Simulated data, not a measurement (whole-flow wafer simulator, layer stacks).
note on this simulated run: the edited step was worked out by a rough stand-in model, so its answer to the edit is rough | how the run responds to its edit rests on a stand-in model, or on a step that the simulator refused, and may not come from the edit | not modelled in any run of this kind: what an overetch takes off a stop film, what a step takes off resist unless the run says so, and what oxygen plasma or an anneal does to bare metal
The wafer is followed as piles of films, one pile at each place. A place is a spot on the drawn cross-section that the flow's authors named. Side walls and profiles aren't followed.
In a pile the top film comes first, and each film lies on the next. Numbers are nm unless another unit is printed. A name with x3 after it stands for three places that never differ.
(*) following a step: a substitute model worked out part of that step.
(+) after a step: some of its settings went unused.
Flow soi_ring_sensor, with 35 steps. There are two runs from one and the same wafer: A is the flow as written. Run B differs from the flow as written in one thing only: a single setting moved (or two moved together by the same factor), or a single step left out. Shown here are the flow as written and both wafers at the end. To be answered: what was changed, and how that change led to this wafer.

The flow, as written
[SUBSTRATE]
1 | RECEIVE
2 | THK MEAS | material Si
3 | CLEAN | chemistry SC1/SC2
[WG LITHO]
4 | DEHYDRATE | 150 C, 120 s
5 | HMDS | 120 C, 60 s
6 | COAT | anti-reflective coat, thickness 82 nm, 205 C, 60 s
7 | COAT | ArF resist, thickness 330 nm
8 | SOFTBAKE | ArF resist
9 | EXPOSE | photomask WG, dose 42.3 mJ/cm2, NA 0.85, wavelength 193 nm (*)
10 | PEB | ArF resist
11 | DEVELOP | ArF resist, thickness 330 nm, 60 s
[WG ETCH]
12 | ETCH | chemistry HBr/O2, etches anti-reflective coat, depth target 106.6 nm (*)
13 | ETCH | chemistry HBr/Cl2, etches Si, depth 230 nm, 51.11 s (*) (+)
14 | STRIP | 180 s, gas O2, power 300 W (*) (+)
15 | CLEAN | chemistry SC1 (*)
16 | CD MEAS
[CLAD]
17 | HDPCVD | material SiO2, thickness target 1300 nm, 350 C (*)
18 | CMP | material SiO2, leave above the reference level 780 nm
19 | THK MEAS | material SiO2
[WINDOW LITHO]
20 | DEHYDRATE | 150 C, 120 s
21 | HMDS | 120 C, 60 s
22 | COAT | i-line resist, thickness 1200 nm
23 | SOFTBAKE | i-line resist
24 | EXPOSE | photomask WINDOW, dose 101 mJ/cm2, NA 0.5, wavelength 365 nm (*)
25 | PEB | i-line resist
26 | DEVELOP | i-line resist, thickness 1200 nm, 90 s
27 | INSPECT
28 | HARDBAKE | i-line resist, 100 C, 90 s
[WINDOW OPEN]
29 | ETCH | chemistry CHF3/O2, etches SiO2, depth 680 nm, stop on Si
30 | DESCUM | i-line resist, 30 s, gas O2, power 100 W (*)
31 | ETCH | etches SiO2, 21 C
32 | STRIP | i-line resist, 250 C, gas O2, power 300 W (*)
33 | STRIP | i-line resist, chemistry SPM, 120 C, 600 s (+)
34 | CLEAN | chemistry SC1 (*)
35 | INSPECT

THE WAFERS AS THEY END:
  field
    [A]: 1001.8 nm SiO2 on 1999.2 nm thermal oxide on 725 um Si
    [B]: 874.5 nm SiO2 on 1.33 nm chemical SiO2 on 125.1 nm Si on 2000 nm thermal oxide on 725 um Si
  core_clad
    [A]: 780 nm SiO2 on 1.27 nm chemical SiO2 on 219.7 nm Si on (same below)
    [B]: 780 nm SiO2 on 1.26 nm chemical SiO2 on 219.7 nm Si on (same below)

The reason: step 13, ETCH: depth 94.3 nm was run, though the flow has depth 230 nm; step 13, ETCH: 20.96 s was run, where the flow has 51.11 s.

The path from the change to this, step by step:
  13 | ETCH | chemistry HBr/Cl2, etches Si, depth 230 nm, 51.11 s (*) (+)
      gap, window, field, gap_clad: A -220 Si (all of it), -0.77 thermal oxide | B -94.3 Si
      core, core_clad: A -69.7 ArF resist | B -28.6 ArF resist
  14 | STRIP | 180 s, gas O2, power 300 W (*) (+)
      gap, window, field, gap_clad: A nothing | B +1.33 chemical SiO2 (new film), -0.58 Si
      core, core_clad: A -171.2 ArF resist (all of it), -82 anti-reflective coat (all of it), +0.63 chemical SiO2, -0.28 Si | B -212.3 ArF resist (all of it), -82 anti-reflective coat (all of it), +0.62 chemical SiO2, -0.27 Si
  18 | CMP | material SiO2, leave above the reference level 780 nm
      gap, window, field, gap_clad: A -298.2 SiO2 | B -425.5 SiO2
